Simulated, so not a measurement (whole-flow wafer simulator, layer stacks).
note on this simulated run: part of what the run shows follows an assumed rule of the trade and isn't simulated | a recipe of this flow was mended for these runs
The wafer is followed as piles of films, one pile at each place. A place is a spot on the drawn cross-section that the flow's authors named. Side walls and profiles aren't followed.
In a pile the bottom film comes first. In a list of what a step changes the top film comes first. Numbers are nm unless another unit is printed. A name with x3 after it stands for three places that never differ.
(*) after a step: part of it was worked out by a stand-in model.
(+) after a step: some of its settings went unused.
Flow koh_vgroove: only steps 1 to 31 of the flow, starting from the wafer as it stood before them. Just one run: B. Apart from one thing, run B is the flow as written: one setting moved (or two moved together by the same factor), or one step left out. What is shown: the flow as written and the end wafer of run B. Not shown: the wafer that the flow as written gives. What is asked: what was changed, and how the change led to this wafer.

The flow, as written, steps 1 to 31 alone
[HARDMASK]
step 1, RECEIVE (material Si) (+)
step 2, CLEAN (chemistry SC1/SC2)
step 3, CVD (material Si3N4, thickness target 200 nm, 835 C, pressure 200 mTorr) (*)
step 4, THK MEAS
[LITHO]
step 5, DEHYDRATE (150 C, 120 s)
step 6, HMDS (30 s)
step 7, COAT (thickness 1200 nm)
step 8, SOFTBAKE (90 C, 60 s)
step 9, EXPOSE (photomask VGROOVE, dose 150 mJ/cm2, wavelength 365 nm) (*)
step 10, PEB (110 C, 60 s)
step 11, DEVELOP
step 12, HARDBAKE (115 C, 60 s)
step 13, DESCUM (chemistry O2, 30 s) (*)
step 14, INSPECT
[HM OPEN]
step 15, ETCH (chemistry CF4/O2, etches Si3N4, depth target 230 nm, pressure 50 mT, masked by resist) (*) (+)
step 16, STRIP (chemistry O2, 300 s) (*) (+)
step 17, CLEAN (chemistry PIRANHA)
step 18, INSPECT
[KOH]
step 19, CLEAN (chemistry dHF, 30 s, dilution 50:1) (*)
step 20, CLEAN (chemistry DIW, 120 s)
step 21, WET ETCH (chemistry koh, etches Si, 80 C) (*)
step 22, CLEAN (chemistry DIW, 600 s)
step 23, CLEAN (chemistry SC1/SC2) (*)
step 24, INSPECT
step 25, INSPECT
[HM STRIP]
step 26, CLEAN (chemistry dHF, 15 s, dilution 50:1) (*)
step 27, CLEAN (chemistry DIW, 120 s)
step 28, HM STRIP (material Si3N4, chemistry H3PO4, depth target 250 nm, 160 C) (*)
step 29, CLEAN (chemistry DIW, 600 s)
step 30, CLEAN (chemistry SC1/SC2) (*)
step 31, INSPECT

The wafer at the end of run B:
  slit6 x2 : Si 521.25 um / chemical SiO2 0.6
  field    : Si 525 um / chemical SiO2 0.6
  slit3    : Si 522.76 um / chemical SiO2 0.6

What caused this: step 3, CVD: 847 C was run, though the flow has 835 C.

How this came from the change, step by step:
  step 3, CVD (material Si3N4, thickness target 200 nm, 835 C, pressure 200 mTorr) (*)
      field, slit3, slit2, slit6 x2: +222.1 Si3N4 (new film) (it would be, as written: +200 Si3N4 (new film))
  step 15, ETCH (chemistry CF4/O2, etches Si3N4, depth target 230 nm, pressure 50 mT, masked by resist) (*) (+)
      slit3, slit2, slit6 x2: -222.1 Si3N4 (all of it), -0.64 chemical SiO2 (all of it), -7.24 Si (it would be, as written: -200 Si3N4 (all of it), -0.64 chemical SiO2 (all of it), -29.4 Si)
  step 28, HM STRIP (material Si3N4, chemistry H3PO4, depth target 250 nm, 160 C) (*)
      field: -220.8 Si3N4 (all of it), -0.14 chemical SiO2, -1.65 Si (it would be, as written: -198.7 Si3N4 (all of it), -0.14 chemical SiO2, -2.75 Si)
